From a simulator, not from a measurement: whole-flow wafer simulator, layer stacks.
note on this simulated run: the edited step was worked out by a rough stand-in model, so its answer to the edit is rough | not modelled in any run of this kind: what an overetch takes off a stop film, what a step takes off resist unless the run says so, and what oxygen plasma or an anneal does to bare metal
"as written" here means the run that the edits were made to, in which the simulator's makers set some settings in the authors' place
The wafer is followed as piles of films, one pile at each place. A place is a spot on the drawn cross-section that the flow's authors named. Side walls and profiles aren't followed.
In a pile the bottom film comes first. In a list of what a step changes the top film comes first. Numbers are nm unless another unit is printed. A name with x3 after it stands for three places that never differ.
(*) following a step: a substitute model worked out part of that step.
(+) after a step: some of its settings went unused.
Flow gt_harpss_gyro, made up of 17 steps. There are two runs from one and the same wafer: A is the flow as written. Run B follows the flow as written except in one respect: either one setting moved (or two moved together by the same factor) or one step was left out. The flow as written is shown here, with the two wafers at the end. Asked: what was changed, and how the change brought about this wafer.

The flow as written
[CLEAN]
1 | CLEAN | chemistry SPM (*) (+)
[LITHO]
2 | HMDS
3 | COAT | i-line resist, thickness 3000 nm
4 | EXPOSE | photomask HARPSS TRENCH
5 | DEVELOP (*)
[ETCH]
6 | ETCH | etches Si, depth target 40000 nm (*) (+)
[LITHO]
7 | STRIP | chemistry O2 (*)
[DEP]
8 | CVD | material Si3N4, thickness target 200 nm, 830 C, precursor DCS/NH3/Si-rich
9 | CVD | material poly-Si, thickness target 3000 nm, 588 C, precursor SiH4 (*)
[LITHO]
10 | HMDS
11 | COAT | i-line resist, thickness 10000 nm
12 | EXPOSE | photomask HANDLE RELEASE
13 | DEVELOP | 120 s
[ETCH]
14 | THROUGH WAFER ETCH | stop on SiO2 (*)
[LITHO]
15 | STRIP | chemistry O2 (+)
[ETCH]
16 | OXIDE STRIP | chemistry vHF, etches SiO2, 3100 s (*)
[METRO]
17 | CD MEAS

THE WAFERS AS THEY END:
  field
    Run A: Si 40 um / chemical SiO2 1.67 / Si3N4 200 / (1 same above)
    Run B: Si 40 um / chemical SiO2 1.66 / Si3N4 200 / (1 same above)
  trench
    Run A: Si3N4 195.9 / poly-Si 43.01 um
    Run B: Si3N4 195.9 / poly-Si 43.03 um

The reason: step 6, ETCH: depth target 44000 nm was run, though the flow has depth target 40000 nm.

Step by step, how the change led to this:
  6 | ETCH | etches Si, depth target 40000 nm (*) (+)
      trench: A chemical SiO2 loses 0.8 (all of it), Si loses 40 um (all of it) | B chemical SiO2 loses 0.8 (all of it), Si loses 40 um (all of it), SiO2 loses 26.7
      field: A i-line resist loses 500 | B i-line resist loses 550
  7 | STRIP | chemistry O2 (*)
      field: A i-line resist loses 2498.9 (all of it), chemical SiO2 gains 0.87, Si loses 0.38 | B i-line resist loses 2448.9 (all of it), chemical SiO2 gains 0.86, Si loses 0.38
  9 | CVD | material poly-Si, thickness target 3000 nm, 588 C, precursor SiH4 (*)
      trench: A poly-Si gains 43.01 um (new film) | B poly-Si gains 43.03 um (new film)
